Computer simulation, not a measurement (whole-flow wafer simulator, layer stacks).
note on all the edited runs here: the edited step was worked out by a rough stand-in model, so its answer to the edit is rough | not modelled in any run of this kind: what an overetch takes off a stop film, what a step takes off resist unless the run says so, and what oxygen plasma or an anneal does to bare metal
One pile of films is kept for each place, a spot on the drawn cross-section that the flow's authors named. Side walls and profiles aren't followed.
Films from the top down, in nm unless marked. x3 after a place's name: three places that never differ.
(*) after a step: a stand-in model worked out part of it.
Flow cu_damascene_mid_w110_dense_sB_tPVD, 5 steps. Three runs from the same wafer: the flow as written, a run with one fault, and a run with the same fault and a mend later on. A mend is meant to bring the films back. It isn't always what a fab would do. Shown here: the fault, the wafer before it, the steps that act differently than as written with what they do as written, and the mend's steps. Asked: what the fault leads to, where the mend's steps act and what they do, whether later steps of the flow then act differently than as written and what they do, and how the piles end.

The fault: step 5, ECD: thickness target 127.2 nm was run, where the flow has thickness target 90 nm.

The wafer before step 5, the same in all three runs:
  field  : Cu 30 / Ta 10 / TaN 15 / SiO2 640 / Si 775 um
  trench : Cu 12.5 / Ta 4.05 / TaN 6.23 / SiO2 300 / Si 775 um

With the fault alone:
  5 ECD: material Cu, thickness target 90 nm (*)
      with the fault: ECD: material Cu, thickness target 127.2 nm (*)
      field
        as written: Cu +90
        with the fault: Cu +127.2
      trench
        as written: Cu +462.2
        with the fault: Cu +499.4
  No later step of the flow acts differently than as written at any place that is followed.
  At the end the piles differ from the flow's by more than 2% or 0.5 nm, whichever is larger, at field, trench.
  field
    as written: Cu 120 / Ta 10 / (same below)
    with the fault: Cu 157.2 / Ta 10 / (same below)
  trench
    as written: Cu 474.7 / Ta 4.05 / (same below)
    with the fault: Cu 511.9 / Ta 4.05 / (same below)

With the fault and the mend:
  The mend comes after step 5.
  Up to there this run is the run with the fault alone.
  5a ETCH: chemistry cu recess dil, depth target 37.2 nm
      field, trench
        Cu -37.2
  No later step of the flow acts differently than as written at any place that is followed.
  At the end the piles are the same as the flow's at every place that both follow.
